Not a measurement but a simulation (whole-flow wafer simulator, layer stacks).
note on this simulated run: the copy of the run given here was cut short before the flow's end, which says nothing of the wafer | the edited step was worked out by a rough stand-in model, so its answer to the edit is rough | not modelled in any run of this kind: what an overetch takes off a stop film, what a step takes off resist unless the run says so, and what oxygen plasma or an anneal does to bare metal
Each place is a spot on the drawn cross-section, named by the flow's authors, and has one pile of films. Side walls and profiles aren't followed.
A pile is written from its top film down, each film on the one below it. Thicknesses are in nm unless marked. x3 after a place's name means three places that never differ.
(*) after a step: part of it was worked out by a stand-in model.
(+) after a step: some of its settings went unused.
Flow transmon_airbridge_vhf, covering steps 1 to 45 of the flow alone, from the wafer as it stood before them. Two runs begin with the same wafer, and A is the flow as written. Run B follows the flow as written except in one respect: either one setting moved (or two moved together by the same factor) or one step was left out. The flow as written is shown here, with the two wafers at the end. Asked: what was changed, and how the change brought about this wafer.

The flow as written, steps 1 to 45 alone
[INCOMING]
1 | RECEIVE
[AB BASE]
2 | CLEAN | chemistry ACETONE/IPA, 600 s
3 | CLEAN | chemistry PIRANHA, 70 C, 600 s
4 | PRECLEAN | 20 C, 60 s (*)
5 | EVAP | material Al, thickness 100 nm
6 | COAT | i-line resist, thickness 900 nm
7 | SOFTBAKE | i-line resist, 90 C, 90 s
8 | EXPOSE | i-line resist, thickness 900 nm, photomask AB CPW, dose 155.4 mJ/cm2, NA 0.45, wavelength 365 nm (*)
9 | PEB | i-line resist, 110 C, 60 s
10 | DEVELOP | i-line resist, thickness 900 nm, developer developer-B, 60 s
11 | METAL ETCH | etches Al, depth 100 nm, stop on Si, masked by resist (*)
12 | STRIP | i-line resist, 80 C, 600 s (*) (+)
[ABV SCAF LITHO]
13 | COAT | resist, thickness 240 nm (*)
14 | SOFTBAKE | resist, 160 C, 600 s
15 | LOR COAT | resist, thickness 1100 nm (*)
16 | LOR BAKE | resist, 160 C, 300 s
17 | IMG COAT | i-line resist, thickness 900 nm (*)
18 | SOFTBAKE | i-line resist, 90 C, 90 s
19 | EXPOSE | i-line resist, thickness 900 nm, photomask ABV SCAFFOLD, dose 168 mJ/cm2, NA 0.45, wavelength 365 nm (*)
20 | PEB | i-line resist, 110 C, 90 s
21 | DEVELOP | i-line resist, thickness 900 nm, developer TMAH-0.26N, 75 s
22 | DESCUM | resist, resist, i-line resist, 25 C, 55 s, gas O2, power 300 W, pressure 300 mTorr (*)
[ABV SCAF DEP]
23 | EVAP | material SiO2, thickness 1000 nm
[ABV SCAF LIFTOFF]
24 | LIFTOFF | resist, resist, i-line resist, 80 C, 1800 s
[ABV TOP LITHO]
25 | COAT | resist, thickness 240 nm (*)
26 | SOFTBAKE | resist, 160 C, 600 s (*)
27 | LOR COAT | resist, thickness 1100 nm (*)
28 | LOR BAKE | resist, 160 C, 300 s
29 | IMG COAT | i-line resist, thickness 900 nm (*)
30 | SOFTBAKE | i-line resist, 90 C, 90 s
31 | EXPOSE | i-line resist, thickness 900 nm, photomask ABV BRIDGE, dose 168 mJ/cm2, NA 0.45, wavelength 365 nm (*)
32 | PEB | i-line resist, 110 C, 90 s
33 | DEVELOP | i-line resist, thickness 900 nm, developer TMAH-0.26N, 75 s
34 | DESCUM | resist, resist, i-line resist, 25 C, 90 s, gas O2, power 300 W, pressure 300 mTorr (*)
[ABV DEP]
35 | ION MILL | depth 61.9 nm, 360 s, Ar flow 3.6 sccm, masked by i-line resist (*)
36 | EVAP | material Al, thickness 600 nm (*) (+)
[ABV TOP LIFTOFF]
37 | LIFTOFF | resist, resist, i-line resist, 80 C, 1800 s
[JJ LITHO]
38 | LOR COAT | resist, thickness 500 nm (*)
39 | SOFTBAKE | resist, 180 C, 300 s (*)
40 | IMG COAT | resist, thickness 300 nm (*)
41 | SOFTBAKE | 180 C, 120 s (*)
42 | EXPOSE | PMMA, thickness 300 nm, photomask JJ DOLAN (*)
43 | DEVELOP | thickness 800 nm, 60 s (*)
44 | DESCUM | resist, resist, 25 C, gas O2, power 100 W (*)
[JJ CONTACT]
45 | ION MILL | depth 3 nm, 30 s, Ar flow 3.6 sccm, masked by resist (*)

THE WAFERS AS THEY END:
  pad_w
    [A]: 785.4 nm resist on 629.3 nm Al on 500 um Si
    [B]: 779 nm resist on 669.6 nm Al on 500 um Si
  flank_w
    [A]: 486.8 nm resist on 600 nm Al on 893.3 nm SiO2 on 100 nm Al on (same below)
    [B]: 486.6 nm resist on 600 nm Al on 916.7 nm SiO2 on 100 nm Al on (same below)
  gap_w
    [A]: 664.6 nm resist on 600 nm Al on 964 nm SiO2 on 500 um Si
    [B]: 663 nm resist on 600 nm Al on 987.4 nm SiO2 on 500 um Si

What caused this: step 35, ION MILL: depth 21.73 nm was run, though the flow has depth 61.9 nm; step 35, ION MILL: 126.4 s was run, where the flow has 360 s.

How this came from the change, step by step:
  35 | ION MILL | depth 61.9 nm, 360 s, Ar flow 3.6 sccm, masked by i-line resist (*)
      field x3, jj_line, ground_far, trace_open_s x2, margin_s, margin_n: A i-line resist loses 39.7 | B i-line resist loses 14
      flank_w, gap_w, cpw_trace, gap_e, flank_e, bridge_strip: A SiO2 loses 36 | B SiO2 loses 12.6
      (and at 2 other places as well)
  37 | LIFTOFF | resist, resist, i-line resist, 80 C, 1800 s
      field x3, jj_line, trace_open_s x2: A Al loses 600 (all of it), i-line resist loses 600 (all of it), resist loses 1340 (all of it) | B Al loses 600 (all of it), i-line resist loses 625.8 (all of it), resist loses 1340 (all of it)
      margin_s, margin_n: A Al loses 600 (all of it), i-line resist loses 318.3 (all of it), resist loses 992 (all of it) | B Al loses 600 (all of it), i-line resist loses 344.1 (all of it), resist loses 992 (all of it)
      (and at 1 other place as well)
